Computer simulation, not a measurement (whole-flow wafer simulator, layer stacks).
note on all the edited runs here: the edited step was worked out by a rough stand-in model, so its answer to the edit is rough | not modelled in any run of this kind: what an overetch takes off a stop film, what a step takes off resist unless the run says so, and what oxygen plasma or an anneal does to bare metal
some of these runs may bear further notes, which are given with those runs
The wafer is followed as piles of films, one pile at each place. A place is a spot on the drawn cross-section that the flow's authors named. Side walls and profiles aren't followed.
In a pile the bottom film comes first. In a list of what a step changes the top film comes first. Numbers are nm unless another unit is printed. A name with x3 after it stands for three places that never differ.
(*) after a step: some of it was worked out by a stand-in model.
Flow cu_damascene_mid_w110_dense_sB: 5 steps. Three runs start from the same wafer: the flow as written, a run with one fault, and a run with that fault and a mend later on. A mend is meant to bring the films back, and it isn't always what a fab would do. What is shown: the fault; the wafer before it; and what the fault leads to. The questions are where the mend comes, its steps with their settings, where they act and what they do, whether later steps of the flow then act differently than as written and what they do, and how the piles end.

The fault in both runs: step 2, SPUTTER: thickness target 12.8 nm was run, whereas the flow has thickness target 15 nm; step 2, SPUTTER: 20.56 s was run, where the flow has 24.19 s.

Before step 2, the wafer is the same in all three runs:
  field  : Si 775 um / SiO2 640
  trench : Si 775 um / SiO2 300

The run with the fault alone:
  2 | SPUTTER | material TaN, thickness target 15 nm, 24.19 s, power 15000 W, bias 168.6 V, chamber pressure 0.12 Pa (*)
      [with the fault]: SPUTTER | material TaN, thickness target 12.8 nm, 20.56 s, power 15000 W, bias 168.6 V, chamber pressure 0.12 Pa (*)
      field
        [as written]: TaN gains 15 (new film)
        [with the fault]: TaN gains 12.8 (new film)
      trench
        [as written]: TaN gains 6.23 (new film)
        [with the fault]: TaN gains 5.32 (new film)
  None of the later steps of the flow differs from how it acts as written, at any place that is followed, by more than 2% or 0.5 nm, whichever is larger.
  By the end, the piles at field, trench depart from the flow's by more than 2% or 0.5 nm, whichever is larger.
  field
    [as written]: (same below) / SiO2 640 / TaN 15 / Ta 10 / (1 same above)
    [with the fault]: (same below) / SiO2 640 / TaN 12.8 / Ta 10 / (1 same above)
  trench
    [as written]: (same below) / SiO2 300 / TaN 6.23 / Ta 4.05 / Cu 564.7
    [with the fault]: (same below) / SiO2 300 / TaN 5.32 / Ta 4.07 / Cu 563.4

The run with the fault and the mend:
  After step 2 comes the mend.
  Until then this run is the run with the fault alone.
  2a | SPUTTER | material TaN, thickness target 2.2 nm, 3.548 s, power 15000 W, bias 168.6 V, chamber pressure 0.12 Pa (*) (the flow's step 2 again, with other settings)
      field
        TaN gains 2.2
      trench
        TaN gains 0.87
  None of the later steps of the flow acts differently than as written at any place that is followed.
  When the end is reached, the piles differ only a little from the flow's at the places that both follow, at most by 2% or 0.5 nm, whichever is larger.
